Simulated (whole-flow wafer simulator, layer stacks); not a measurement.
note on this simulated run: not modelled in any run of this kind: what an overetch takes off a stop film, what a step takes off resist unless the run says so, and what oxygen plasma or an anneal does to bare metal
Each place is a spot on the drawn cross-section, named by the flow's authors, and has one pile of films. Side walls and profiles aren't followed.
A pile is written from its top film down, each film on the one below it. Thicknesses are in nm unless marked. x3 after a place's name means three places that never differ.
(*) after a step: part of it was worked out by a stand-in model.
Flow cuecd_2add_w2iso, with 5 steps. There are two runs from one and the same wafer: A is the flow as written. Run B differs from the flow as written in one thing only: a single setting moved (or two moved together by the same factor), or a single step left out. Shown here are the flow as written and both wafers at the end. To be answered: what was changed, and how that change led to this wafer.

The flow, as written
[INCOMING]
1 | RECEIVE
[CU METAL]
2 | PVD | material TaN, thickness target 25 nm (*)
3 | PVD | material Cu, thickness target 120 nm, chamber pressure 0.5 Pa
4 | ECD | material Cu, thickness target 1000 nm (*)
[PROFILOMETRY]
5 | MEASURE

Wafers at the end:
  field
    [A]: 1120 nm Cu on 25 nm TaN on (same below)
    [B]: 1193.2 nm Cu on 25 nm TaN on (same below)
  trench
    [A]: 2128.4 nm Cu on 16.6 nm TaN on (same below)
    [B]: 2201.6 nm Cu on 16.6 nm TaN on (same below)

What caused this: step 3, PVD: thickness target 193.2 nm was run, though the flow has thickness target 120 nm.

The path from the change to this, step by step:
  3 | PVD | material Cu, thickness target 120 nm, chamber pressure 0.5 Pa
      field: A +120 Cu (new film) | B +193.2 Cu (new film)
      trench: A +80.8 Cu (new film) | B +129.6 Cu (new film)
